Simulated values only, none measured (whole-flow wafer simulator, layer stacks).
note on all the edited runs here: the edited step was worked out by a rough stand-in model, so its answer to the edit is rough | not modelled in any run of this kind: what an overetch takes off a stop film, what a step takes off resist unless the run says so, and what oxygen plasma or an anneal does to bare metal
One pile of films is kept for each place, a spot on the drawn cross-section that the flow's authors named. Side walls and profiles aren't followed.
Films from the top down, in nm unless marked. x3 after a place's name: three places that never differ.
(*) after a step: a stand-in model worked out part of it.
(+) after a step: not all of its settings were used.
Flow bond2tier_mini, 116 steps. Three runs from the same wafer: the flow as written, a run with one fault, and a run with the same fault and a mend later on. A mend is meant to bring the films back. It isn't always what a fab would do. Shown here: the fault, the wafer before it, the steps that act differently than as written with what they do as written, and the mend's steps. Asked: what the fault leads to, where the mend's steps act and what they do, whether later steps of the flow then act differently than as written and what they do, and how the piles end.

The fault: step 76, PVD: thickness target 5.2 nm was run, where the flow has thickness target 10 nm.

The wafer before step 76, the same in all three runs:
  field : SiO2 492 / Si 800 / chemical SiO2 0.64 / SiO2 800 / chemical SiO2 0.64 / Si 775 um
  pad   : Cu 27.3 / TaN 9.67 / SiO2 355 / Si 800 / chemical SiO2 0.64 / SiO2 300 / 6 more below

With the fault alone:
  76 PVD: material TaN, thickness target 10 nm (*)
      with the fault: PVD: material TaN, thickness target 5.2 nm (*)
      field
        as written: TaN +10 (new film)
        with the fault: TaN +5.2 (new film)
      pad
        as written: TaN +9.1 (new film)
        with the fault: TaN +4.73 (new film)
  Later steps of the flow that act differently than as written (1 more step differs only slightly, by at most 2% or 0.5 nm, whichever is larger, and isn't shown):
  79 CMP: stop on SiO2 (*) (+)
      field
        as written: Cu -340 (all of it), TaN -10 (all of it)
        with the fault: Cu -340 (all of it), TaN -5.2 (all of it)
  At the end the piles differ from the flow's by more than 2% or 0.5 nm, whichever is larger, at pad.
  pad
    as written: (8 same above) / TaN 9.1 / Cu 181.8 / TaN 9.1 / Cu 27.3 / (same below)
    with the fault: (8 same above) / TaN 9.1 / Cu 186.2 / TaN 4.73 / Cu 27.3 / (same below)

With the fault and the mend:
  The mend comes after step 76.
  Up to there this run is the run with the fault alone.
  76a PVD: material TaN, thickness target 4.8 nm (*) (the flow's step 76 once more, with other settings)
      field
        TaN +4.8
      pad
        TaN +4.37
  No later step of the flow acts differently than as written at any place that is followed.
  At the end the piles are the same as the flow's at every place that both follow.
